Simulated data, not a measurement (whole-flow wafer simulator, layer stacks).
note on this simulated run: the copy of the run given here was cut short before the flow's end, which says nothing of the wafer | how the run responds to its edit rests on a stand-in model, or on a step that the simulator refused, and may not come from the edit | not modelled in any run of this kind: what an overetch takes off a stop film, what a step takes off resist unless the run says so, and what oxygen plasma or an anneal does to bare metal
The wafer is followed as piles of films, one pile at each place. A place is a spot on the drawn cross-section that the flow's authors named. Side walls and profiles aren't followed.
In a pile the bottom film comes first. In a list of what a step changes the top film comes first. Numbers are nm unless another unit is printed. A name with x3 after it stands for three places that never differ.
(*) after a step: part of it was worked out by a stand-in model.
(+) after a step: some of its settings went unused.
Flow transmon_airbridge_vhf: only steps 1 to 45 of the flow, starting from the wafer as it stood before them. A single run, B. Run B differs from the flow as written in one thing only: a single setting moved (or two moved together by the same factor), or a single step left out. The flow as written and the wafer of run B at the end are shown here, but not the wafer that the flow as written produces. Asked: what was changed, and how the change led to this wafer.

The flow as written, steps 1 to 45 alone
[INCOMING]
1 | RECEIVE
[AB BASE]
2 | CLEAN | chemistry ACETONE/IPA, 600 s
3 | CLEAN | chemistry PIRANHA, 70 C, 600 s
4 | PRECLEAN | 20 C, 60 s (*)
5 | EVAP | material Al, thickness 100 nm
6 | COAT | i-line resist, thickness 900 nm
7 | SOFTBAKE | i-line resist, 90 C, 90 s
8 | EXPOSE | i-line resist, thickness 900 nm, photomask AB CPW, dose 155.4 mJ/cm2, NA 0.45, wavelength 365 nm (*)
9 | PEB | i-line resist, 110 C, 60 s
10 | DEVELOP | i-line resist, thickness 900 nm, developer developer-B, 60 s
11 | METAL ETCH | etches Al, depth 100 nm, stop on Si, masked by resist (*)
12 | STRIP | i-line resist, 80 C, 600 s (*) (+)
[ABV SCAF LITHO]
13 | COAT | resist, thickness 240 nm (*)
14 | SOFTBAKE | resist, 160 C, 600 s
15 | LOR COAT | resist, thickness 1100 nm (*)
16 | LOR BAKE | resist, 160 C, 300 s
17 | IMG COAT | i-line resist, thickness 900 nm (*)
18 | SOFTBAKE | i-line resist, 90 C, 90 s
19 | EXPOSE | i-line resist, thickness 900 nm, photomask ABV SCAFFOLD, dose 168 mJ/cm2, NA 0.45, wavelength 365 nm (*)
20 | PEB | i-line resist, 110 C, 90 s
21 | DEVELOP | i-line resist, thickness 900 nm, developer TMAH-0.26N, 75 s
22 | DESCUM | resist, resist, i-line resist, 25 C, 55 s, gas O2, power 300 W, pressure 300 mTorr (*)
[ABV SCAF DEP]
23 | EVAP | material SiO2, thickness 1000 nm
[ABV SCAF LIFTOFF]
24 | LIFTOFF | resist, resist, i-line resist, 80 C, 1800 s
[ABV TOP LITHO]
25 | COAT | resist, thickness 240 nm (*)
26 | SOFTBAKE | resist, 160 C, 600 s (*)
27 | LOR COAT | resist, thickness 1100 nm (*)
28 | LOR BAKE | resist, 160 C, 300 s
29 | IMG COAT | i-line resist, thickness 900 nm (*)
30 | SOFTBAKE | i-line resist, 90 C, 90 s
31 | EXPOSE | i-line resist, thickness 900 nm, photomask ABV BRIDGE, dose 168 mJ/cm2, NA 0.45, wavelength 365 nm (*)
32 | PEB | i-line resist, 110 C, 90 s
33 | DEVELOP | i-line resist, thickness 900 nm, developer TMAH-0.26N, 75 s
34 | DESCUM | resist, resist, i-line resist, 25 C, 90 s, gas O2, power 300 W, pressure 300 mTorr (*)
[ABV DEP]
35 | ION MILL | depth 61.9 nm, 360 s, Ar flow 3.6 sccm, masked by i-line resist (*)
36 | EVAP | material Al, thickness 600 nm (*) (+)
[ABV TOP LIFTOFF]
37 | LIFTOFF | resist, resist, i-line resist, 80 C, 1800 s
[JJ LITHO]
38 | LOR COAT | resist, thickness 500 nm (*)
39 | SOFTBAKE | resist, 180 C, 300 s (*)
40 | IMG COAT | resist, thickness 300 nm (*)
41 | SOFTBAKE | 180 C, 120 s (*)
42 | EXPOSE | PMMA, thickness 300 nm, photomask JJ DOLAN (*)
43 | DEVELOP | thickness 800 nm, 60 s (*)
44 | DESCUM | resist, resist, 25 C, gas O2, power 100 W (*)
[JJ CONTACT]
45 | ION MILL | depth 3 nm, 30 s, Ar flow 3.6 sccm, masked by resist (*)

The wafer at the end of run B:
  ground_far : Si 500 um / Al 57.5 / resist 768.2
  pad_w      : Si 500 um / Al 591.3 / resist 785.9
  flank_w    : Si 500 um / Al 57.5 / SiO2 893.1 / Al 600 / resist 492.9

The reason: step 5, EVAP: thickness 57.5 nm was run, though the flow has thickness 100 nm.
One can read it off the wafer: ground_far has Al 57.5, and step 5 as written asks for 100 nm.

Step by step, how the change led to this:
  5 | EVAP | material Al, thickness 100 nm
      field x3, jj_line, ground_far and 12 more: +57.5 Al (new film) (as written it would have been: +100 Al (new film))
  11 | METAL ETCH | etches Al, depth 100 nm, stop on Si, masked by resist (*)
      ground_far, pad_w, flank_w and 8 more: -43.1 i-line resist (as written it would have been: -50 i-line resist)
      field x3, jj_line, gap_w, gap_e: -57.5 Al (all of it) (as written it would have been: -100 Al (all of it))
  13 | COAT | resist, thickness 240 nm (*)
      flank_w, flank_e: +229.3 resist (new film) (as written it would have been: +222.3 resist (new film))
  22 | DESCUM | resist, resist, i-line resist, 25 C, 55 s, gas O2, power 300 W, pressure 300 mTorr (*)
      flank_w, flank_e: -229.3 resist (all of it) (as written it would have been: -222.3 resist (all of it))
  25 | COAT | resist, thickness 240 nm (*)
      flank_w, flank_e: +157.4 resist (new film) (as written it would have been: +152.6 resist (new film))
      gap_w, gap_e: +206.2 resist (new film) (as written it would have been: +210.7 resist (new film))
  34 | DESCUM | resist, resist, i-line resist, 25 C, 90 s, gas O2, power 300 W, pressure 300 mTorr (*)
      flank_w, flank_e: -157.4 resist (all of it) (as written it would have been: -152.6 resist (all of it))
      gap_w, gap_e: -206.2 resist (all of it) (as written it would have been: -210.7 resist (all of it))
  35 | ION MILL | depth 61.9 nm, 360 s, Ar flow 3.6 sccm, masked by i-line resist (*)
      pad_w, pad_e: -57.5 Al (all of it), -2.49 Si (as written it would have been: -61.9 Al)
  36 | EVAP | material Al, thickness 600 nm (*) (+)
      pad_w, pad_e: +591.3 Al (new film) (as written it would have been: +591.2 Al)
  40 | IMG COAT | resist, thickness 300 nm (*)
      flank_w, flank_e: +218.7 resist (as written it would have been: +212.1 resist)
